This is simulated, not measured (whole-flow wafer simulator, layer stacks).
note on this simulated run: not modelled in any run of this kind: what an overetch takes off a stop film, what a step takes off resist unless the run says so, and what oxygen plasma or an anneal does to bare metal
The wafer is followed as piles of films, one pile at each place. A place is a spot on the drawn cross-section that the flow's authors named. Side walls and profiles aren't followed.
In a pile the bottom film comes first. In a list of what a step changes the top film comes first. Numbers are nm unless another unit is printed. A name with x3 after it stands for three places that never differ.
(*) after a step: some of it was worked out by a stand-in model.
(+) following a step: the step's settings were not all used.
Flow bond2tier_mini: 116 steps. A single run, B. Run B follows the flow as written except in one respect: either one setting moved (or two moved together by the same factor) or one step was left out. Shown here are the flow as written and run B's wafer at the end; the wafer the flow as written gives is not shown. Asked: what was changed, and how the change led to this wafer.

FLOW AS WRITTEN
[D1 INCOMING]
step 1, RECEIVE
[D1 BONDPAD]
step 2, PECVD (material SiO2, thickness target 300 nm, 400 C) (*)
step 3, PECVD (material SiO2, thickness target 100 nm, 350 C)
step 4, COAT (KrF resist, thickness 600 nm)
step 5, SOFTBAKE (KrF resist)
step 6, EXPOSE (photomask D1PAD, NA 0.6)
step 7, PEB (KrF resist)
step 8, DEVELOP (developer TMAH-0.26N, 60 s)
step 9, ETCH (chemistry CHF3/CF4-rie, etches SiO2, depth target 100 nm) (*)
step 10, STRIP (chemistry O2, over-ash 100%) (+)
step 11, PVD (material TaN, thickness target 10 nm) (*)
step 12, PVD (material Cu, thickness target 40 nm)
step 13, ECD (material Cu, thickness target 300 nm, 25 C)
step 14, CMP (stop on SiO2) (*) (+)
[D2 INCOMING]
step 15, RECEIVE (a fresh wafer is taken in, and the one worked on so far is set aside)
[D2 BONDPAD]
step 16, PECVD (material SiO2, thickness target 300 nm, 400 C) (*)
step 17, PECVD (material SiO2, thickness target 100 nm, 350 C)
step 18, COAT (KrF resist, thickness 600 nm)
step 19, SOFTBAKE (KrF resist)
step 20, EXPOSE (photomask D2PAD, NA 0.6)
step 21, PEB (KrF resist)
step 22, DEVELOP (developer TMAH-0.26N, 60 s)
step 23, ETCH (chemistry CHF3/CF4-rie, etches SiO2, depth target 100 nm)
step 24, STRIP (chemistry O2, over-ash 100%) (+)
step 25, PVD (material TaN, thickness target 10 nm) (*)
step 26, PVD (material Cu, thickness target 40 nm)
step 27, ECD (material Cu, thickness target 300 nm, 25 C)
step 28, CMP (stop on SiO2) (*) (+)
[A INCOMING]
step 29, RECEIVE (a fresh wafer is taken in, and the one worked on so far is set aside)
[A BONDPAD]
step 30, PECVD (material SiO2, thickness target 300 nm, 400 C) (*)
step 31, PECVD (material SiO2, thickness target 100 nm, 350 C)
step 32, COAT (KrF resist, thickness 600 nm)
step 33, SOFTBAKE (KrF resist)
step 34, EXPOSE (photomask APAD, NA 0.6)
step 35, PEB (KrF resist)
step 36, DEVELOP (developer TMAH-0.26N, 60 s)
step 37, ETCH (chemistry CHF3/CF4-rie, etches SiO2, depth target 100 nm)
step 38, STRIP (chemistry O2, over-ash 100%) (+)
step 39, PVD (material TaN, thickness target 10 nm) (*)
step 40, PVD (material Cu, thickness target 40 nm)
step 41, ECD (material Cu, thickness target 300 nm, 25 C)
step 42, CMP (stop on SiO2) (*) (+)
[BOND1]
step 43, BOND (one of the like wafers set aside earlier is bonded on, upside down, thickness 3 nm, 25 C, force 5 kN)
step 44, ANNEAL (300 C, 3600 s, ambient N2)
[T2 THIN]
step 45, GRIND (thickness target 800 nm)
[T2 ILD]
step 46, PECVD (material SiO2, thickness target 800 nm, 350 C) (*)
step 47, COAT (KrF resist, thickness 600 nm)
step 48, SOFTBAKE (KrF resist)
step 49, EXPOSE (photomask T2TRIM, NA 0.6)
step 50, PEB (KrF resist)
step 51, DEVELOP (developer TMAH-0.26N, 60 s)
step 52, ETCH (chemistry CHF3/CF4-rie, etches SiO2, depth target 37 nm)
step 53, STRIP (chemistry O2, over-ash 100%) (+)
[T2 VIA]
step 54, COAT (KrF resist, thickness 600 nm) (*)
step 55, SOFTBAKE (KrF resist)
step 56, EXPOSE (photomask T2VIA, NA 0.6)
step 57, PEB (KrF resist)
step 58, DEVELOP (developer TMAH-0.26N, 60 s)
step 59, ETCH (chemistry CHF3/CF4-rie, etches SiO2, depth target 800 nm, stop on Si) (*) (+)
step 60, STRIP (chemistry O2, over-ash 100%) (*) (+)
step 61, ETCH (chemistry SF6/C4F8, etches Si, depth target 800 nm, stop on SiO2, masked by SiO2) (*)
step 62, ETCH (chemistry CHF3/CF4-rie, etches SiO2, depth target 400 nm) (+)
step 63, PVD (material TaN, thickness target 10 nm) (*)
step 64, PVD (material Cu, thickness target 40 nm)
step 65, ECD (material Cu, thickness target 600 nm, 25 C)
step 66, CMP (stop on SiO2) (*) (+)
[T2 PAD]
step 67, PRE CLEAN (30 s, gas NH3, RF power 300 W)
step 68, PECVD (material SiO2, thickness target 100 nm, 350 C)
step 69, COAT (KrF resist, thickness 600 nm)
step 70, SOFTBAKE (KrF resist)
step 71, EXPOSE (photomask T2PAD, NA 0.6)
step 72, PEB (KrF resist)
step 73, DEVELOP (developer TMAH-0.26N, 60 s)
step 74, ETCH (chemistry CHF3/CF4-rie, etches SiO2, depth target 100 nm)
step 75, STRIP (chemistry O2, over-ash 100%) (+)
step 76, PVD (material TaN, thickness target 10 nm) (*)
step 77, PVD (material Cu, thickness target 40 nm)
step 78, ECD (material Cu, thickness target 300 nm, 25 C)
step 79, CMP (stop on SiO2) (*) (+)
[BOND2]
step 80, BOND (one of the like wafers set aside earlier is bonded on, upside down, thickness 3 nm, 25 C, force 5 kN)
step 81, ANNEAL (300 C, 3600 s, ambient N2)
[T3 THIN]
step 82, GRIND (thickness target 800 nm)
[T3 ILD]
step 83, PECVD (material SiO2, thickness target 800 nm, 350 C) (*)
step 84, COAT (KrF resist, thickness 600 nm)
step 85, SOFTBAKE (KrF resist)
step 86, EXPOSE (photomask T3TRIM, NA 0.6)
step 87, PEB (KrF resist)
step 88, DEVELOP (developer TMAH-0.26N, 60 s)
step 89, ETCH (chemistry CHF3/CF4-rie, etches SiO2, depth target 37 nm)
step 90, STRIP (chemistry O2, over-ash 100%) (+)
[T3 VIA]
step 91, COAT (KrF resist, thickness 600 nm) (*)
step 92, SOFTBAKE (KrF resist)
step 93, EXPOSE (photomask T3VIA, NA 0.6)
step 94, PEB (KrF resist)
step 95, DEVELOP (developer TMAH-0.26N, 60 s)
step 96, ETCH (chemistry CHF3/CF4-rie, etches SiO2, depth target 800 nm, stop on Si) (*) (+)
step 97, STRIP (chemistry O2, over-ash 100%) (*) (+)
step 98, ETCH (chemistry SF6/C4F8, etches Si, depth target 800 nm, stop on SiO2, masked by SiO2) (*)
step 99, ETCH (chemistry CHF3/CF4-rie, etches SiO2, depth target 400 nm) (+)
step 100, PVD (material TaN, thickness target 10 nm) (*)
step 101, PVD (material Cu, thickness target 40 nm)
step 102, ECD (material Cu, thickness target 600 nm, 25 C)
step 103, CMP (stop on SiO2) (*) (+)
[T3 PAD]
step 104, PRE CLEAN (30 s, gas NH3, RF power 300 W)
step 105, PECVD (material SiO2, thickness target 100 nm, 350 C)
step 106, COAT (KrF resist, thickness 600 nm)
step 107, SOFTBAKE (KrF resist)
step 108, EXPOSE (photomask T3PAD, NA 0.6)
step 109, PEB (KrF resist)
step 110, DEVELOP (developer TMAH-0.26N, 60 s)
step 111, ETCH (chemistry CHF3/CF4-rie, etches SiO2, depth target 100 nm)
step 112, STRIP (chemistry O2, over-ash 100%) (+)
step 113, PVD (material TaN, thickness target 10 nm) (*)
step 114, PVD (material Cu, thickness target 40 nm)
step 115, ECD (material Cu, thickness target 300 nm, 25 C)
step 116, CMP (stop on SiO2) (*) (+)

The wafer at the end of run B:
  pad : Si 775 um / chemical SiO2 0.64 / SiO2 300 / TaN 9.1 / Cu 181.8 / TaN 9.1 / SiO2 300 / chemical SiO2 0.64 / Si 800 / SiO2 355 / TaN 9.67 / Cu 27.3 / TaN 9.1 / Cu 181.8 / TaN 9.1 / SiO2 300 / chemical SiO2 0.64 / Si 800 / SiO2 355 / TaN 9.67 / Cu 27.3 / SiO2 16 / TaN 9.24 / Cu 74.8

What caused this: step 111, ETCH: depth target 84 nm was run, while the flow as written has depth target 100 nm.

How this came from the change, step by step:
  step 111, ETCH (chemistry CHF3/CF4-rie, etches SiO2, depth target 100 nm)
      pad: SiO2 loses 84 (as written it would have been: SiO2 loses 100 (all of it))
      field: KrF resist loses 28 (as written it would have been: KrF resist loses 33.3)
  step 115, ECD (material Cu, thickness target 300 nm, 25 C)
      pad: Cu gains 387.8 (as written it would have been: Cu gains 404.5)
Taking metal films that touch as one body, pad has 4 bodies (between them, from the top down: SiO2 16; SiO2 355 / Si 800 / chemical SiO2 0.64 / SiO2 300; SiO2 355 / Si 800 / chemical SiO2 0.64 / SiO2 300); the flow as written gives 3 bodies (between them, from the top down: SiO2 355 / Si 800 / chemical SiO2 0.64 / SiO2 300; SiO2 355 / Si 800 / chemical SiO2 0.64 / SiO2 300).
